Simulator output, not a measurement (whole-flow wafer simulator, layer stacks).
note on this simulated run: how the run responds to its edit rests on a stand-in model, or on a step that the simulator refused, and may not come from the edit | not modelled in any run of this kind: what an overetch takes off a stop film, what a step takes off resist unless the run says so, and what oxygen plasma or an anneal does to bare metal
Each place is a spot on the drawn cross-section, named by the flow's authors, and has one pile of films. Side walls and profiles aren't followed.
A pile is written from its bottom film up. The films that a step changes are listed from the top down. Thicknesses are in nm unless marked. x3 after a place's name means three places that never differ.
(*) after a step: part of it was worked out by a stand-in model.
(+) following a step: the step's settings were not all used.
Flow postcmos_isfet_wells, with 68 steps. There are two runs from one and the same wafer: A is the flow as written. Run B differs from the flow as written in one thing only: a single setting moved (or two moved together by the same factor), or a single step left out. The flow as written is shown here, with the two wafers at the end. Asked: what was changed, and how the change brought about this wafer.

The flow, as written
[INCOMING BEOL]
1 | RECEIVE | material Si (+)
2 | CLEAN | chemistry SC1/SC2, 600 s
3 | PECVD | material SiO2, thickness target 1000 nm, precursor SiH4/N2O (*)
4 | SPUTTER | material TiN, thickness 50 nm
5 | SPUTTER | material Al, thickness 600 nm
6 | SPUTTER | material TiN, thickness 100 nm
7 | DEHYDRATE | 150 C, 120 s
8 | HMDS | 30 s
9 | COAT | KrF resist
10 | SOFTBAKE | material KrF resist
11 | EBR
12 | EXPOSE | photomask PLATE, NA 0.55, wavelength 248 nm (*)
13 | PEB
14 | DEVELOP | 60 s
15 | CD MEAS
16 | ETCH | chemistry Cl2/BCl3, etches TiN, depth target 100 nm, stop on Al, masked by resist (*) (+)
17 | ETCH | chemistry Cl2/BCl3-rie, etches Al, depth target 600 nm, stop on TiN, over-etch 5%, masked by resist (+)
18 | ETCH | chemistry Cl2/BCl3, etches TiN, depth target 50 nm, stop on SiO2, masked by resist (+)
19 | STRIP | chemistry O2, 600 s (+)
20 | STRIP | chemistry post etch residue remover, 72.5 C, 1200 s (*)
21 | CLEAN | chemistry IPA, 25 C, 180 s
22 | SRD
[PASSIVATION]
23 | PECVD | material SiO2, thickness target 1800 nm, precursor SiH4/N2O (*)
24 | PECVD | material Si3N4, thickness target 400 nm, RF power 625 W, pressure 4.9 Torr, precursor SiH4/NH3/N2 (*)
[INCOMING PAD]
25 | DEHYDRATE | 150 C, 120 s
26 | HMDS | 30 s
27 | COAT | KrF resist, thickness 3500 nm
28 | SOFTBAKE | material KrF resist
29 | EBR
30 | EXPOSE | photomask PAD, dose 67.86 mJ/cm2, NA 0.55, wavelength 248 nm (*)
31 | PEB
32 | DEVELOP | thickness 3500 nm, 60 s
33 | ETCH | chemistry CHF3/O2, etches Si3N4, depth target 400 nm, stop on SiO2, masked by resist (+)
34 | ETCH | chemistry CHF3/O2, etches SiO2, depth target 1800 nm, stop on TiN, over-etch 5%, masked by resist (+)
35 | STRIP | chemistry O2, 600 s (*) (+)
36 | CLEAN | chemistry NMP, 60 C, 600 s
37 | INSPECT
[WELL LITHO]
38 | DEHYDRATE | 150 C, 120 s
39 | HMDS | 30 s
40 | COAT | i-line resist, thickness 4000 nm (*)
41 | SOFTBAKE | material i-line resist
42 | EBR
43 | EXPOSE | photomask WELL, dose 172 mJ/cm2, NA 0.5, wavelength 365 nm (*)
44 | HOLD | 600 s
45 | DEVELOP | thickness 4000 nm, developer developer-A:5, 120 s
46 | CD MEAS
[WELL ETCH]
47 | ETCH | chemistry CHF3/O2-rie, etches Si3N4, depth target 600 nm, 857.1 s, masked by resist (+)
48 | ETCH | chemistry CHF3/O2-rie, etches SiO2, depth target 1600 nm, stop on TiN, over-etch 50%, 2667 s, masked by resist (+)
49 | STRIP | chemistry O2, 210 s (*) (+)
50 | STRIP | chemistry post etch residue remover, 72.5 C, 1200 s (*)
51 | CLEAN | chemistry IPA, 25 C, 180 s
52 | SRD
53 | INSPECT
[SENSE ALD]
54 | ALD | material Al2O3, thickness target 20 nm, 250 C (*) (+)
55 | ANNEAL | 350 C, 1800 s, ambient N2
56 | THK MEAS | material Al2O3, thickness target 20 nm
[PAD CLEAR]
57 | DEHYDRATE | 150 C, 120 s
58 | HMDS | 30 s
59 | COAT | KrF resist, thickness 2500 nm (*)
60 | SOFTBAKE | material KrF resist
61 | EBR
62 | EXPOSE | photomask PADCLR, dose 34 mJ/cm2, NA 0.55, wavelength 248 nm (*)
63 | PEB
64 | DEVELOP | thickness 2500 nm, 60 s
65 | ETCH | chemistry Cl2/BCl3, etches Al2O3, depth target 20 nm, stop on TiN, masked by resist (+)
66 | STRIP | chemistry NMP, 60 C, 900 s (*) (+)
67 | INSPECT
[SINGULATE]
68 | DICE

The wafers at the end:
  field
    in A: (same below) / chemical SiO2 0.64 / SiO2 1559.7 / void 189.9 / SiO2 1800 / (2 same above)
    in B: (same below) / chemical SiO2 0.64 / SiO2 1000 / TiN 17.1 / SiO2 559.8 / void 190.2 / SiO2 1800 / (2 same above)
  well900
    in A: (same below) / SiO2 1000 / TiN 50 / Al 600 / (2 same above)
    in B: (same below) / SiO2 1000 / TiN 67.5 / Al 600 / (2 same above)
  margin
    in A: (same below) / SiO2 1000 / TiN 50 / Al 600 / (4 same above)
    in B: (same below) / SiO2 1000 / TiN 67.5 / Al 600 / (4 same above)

What caused this: step 4, SPUTTER: thickness 67.5 nm was run, while the flow as written has thickness 50 nm.
One can read it off the wafer: well900 has TiN 67.5, and step 4 as written asks for 50 nm.

Step by step, how the change led to this:
  4 | SPUTTER | material TiN, thickness 50 nm
      field, margin, well900, well1300 x3, pad_rim, pad_clr, pad_open: A +50 TiN (new film) | B +67.5 TiN (new film)
  18 | ETCH | chemistry Cl2/BCl3, etches TiN, depth target 50 nm, stop on SiO2, masked by resist (+)
      field: A -50 TiN (all of it) | B -50 TiN
  23 | PECVD | material SiO2, thickness target 1800 nm, precursor SiH4/N2O (*)
      field: A +1800 SiO2 (new film), +189.9 void (new film), +559.7 SiO2 | B +1800 SiO2 (new film), +190.2 void (new film), +559.8 SiO2 (new film)
If metal films that touch count as one body, field has 1 body; the flow as written gives 0 bodies.
